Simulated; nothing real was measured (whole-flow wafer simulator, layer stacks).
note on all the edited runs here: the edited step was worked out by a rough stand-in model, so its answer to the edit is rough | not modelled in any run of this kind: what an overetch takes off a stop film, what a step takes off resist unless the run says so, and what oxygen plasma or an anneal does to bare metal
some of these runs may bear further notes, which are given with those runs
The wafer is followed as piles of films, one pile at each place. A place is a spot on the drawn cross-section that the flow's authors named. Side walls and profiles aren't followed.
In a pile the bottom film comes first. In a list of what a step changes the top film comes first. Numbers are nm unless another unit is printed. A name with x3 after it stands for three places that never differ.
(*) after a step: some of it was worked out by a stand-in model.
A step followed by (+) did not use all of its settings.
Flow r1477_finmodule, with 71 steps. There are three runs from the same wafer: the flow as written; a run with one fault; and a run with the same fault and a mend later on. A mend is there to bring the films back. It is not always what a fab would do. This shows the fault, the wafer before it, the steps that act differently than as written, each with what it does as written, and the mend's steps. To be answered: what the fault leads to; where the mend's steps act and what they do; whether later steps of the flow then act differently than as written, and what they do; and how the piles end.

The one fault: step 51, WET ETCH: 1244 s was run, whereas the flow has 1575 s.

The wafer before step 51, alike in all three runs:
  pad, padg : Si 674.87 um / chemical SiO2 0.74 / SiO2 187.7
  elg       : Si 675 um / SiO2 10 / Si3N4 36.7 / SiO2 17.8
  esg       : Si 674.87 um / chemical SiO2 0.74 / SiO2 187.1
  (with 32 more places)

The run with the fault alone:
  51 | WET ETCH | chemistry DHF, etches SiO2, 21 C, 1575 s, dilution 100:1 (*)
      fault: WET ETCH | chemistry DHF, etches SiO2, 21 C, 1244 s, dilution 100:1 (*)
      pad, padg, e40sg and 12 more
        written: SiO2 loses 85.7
        fault: SiO2 loses 67.7
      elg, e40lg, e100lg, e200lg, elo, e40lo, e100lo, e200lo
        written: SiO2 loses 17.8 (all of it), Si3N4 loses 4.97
        fault: SiO2 loses 17.8 (all of it), Si3N4 loses 3.62
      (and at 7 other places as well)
  Steps further on in the flow that do not act as written (not shown: 1 more step that differs only slightly, by at most 2% or 0.5 nm, whichever is larger):
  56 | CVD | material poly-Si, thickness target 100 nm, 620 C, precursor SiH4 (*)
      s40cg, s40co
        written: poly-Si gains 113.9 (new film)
        fault: poly-Si gains 100 (new film)
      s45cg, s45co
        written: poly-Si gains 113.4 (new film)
        fault: poly-Si gains 100 (new film)
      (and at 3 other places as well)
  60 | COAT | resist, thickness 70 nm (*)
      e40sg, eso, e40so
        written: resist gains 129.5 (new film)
        fault: resist gains 113.7 (new film)
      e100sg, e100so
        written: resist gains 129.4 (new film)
        fault: resist gains 113.6 (new film)
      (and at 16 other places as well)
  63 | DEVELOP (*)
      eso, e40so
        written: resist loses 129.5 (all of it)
        fault: resist loses 113.7 (all of it)
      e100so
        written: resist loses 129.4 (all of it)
        fault: resist loses 113.6 (all of it)
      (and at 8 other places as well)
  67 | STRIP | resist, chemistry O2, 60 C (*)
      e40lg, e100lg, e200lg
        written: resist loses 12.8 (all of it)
        fault: resist loses 13.6 (all of it)
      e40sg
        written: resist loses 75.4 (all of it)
        fault: resist loses 59.6 (all of it)
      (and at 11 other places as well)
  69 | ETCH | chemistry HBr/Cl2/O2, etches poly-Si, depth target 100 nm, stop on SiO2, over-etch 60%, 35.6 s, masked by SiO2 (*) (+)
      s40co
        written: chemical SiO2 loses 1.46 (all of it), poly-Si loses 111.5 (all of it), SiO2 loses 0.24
        fault: chemical SiO2 loses 1.37 (all of it), poly-Si loses 97.6 (all of it), SiO2 loses 0.42
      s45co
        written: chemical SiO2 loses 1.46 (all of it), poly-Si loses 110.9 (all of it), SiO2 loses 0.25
        fault: chemical SiO2 loses 1.37 (all of it), poly-Si loses 97.6 (all of it), SiO2 loses 0.42
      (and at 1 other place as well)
  At pad, padg, elg and 27 more, the piles at the end differ from the flow's by more than 2% or 0.5 nm, whichever is larger.
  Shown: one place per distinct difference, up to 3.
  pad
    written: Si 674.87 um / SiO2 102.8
    fault: Si 674.87 um / SiO2 120.8
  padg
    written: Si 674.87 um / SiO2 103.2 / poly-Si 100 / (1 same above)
    fault: Si 674.87 um / SiO2 121.2 / poly-Si 100 / (1 same above)
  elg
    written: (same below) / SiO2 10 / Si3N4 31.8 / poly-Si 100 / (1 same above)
    fault: (same below) / SiO2 10 / Si3N4 33.1 / poly-Si 100 / (1 same above)

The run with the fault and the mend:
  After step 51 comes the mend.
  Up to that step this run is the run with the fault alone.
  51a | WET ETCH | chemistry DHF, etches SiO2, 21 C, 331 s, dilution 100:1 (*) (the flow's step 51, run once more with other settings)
      pad, padg, e40sg and 12 more
        SiO2 loses 18
      elg, e40lg, e100lg, e200lg, elo, e40lo, e100lo, e200lo
        Si3N4 loses 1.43
      esg, s40cg, s45cg, s50cg, s40co, s45co, s50co
        SiO2 loses 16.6
  Every later step of the flow that is run acts as written, at every place that is followed, to within 2% or 0.5 nm, whichever is larger.
  At the end the piles are close to the flow's at the places that both follow, differing by at most 2% or 0.5 nm, whichever is larger.
